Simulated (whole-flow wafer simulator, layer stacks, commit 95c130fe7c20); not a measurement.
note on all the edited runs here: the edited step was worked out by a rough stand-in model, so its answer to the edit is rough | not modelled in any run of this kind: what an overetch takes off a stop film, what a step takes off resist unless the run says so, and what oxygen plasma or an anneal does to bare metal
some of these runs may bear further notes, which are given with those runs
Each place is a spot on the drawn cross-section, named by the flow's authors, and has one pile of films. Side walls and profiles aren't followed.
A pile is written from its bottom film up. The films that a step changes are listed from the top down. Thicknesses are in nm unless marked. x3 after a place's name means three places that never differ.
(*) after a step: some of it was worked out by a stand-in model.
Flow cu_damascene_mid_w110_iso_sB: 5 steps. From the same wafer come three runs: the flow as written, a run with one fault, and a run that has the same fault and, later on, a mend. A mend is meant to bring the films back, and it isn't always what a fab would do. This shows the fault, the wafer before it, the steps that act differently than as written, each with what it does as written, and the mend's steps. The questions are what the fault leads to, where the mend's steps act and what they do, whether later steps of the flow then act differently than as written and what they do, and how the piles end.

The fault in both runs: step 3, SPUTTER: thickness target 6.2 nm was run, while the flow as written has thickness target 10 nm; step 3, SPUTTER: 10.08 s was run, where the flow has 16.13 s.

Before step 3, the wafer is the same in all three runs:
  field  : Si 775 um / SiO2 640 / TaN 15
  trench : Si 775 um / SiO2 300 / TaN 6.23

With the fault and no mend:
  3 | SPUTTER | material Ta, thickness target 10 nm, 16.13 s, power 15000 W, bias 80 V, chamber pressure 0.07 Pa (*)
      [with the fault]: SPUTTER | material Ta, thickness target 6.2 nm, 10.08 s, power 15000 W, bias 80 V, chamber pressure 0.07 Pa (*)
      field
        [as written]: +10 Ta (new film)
        [with the fault]: +6.2 Ta (new film)
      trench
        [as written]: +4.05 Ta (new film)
        [with the fault]: +2.51 Ta (new film)
  Every later step of the flow that is run acts as written, at every place that is followed, to within 2% or 0.5 nm, whichever is larger.
  The piles end different from the flow's at field, trench by more than 2% or 0.5 nm, whichever is larger.
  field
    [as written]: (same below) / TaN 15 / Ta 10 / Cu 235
    [with the fault]: (same below) / TaN 15 / Ta 6.2 / Cu 235
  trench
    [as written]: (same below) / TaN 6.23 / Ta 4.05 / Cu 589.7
    [with the fault]: (same below) / TaN 6.23 / Ta 2.51 / Cu 587.5

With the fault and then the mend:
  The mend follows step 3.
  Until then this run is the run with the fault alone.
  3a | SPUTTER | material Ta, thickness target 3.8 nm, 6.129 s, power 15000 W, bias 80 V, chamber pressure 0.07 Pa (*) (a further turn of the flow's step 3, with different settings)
      field
        +3.8 Ta
      trench
        +1.5 Ta
  Every later step of the flow that is run acts as written at every place that is followed.
  When the end is reached, the piles differ only a little from the flow's at the places that both follow, at most by 2% or 0.5 nm, whichever is larger.
